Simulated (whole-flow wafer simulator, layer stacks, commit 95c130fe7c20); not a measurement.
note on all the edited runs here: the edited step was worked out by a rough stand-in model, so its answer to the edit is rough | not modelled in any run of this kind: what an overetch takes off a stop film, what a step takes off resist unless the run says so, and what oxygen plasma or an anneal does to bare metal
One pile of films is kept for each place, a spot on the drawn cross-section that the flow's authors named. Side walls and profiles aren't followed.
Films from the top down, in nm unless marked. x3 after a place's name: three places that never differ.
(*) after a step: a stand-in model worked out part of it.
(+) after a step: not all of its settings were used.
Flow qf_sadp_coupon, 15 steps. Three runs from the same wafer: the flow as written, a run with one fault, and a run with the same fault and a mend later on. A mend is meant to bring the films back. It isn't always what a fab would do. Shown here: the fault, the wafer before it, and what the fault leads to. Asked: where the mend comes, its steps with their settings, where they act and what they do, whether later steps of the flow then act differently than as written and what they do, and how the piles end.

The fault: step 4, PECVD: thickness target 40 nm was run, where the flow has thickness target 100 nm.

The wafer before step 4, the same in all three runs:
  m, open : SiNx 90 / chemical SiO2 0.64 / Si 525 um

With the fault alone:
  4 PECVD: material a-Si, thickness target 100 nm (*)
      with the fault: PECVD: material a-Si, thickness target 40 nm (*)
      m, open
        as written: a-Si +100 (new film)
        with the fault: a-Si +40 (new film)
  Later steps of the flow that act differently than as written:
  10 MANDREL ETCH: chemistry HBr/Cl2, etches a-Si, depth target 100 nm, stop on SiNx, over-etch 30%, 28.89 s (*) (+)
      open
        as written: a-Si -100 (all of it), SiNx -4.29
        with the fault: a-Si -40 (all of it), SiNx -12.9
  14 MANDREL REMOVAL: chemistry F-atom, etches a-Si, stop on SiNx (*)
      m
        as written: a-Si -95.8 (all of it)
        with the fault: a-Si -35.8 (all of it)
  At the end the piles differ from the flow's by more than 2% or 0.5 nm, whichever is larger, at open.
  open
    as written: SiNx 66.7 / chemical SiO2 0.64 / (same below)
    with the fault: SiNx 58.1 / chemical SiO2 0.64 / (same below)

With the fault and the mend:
  The mend comes after step 4.
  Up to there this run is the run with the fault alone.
  4a PECVD: material a-Si, thickness target 60 nm (*) (the flow's step 4 once more, with other settings)
      m, open
        a-Si +60
  No later step of the flow acts differently than as written at any place that is followed.
  At the end the piles are the same as the flow's at every place that both follow.
